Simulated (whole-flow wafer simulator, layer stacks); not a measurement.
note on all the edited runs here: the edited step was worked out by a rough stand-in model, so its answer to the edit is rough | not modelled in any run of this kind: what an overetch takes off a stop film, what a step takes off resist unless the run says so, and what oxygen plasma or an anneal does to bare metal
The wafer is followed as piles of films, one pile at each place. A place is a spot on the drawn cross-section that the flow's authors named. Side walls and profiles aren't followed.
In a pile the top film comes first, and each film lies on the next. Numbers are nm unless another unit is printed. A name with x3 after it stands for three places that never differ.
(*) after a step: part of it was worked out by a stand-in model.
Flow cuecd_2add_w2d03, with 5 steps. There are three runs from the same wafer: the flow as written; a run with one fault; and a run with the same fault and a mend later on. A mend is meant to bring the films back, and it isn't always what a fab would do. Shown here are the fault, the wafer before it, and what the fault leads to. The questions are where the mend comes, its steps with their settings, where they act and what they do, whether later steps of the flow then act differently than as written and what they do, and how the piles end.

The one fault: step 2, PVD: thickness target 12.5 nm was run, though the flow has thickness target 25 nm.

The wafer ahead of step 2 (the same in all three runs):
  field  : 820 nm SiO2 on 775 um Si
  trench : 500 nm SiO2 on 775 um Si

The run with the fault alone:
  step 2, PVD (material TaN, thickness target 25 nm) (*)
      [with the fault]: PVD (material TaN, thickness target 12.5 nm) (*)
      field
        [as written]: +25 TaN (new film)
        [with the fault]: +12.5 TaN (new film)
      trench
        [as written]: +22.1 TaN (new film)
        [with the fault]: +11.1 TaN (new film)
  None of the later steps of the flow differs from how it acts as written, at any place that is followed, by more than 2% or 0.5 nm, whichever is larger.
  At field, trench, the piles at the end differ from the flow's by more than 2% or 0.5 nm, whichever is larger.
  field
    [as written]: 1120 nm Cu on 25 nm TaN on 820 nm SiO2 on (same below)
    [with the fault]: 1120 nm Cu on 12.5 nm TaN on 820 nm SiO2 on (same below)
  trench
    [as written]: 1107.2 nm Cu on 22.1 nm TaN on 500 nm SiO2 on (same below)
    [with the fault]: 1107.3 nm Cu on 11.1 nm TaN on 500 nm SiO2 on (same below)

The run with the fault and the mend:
  The mend stands after step 2.
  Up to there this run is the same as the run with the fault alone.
  step 2a, PVD (material TaN, thickness target 12.5 nm) (*) (the flow's step 2 again, with other settings)
      field
        +12.5 TaN
      trench
        +11 TaN
  None of the later steps of the flow acts differently than as written at any place that is followed.
  The piles end the same as the flow's at every place that both follow.
